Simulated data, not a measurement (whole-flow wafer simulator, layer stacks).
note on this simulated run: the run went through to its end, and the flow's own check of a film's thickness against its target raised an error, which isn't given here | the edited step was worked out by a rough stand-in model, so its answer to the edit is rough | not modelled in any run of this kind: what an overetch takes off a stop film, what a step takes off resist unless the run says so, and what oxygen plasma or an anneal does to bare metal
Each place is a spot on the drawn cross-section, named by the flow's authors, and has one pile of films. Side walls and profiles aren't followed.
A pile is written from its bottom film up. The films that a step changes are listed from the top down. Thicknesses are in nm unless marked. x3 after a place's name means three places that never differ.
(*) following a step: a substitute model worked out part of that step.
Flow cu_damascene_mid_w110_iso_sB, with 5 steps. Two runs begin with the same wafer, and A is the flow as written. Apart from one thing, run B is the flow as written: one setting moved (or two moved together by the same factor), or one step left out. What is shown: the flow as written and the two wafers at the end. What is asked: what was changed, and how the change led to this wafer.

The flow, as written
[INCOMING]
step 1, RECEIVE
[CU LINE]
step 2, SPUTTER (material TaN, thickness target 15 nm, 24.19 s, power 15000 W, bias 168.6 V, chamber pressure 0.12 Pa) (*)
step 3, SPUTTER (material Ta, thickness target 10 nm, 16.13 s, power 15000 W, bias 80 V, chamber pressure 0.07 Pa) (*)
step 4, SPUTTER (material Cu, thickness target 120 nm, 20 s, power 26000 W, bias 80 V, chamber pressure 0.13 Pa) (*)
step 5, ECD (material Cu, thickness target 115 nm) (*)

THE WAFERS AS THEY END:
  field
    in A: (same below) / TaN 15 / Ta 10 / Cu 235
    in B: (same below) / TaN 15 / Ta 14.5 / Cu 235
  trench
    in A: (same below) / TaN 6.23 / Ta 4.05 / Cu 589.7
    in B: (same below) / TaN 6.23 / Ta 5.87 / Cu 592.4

The reason: step 3, SPUTTER: thickness target 14.5 nm was run, though the flow has thickness target 10 nm; step 3, SPUTTER: 23.39 s was run, where the flow has 16.13 s.
The wafer itself shows it: field has Ta 14.5, and step 3 as written asks for 10 nm.

How this came from the change, step by step:
  step 3, SPUTTER (material Ta, thickness target 10 nm, 16.13 s, power 15000 W, bias 80 V, chamber pressure 0.07 Pa) (*)
      field: A Ta gains 10 (new film) | B Ta gains 14.5 (new film)
      trench: A Ta gains 4.05 (new film) | B Ta gains 5.87 (new film)
